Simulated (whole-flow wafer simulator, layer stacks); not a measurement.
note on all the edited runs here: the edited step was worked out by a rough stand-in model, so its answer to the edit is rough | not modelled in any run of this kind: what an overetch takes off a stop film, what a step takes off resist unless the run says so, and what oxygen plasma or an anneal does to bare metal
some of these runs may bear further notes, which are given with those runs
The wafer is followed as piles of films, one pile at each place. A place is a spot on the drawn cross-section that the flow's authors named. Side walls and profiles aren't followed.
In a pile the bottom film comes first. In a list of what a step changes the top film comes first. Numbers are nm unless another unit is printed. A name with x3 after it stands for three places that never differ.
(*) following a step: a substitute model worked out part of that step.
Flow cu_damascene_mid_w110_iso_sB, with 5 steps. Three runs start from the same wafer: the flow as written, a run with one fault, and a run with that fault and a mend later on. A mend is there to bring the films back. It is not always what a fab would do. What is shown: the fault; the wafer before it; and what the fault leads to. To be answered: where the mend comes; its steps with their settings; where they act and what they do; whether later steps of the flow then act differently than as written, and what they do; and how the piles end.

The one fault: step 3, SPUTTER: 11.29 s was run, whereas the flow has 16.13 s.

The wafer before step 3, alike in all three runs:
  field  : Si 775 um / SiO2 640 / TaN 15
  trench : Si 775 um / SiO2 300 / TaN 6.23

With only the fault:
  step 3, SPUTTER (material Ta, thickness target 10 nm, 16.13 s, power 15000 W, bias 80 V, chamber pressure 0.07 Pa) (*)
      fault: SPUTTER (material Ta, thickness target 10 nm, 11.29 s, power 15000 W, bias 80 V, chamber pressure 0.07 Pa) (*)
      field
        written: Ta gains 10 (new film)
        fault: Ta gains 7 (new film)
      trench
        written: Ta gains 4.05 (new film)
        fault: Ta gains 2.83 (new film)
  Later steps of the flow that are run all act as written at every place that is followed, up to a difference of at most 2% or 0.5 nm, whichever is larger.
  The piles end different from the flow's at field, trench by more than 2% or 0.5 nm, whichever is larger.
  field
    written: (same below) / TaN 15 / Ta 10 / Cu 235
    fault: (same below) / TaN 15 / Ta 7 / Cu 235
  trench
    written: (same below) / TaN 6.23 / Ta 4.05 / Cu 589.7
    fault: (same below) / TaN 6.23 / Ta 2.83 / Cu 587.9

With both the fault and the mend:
  The mend follows step 3.
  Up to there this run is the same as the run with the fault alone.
  step 3a, SPUTTER (material Ta, thickness target 10 nm, 4.84 s, power 15000 W, bias 80 V, chamber pressure 0.07 Pa) (*) (the flow's step 3, run once more with other settings)
      field
        Ta gains 3
      trench
        Ta gains 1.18
  Later steps of the flow that are run all act as written at every place that is followed.
  The piles end only slightly different from the flow's at the places that both follow, by no more than 2% or 0.5 nm, whichever is larger.
